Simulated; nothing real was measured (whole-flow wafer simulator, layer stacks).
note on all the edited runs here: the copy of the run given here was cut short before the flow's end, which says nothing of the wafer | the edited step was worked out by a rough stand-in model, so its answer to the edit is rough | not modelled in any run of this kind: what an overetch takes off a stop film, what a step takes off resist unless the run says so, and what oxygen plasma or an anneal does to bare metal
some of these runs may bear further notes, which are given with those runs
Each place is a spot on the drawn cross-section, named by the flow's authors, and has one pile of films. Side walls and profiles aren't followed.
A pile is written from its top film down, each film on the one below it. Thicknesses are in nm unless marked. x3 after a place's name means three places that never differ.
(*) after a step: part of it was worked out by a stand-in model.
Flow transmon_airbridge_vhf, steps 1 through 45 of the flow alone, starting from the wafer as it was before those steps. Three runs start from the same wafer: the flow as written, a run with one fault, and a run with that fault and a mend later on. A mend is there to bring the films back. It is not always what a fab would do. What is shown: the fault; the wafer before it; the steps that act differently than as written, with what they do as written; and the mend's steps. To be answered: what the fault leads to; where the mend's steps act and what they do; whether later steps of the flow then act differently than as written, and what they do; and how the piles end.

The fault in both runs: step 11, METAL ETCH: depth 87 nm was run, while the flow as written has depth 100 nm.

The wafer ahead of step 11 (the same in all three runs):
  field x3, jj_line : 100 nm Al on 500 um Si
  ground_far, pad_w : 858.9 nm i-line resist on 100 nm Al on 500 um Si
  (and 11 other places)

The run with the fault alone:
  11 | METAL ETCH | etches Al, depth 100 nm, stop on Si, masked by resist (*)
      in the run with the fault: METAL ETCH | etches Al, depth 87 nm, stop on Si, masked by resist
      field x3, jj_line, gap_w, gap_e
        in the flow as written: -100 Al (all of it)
        in the run with the fault: -87 Al
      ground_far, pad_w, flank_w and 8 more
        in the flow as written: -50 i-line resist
        in the run with the fault: -43.5 i-line resist
  Steps later in the flow that act otherwise than as written (not shown: 20 more steps that differ only slightly, by at most 2% or 0.5 nm, whichever is larger):
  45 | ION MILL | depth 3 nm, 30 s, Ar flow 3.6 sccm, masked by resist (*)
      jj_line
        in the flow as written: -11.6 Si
        in the run with the fault: -13 Al (all of it), -4.31 Si
  The piles end different from the flow's at field x3, gap_w, gap_e by more than 2% or 0.5 nm, whichever is larger.
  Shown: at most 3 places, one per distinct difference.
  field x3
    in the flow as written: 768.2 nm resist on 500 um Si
    in the run with the fault: 768.2 nm resist on 13 nm Al on 500 um Si
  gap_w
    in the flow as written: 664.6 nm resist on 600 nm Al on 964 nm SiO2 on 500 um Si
    in the run with the fault: 660.9 nm resist on 600 nm Al on 964 nm SiO2 on 13 nm Al on 500 um Si

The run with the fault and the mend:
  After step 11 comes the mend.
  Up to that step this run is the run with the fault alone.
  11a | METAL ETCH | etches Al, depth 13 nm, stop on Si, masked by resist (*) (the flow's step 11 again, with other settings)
      ground_far, pad_w, flank_w and 8 more
        -6.5 i-line resist
      field x3, jj_line, gap_w, gap_e
        -13 Al (all of it)
  Every later step of the flow that is run acts as written at every place that is followed.
  The piles end the same as the flow's at every place that both follow.
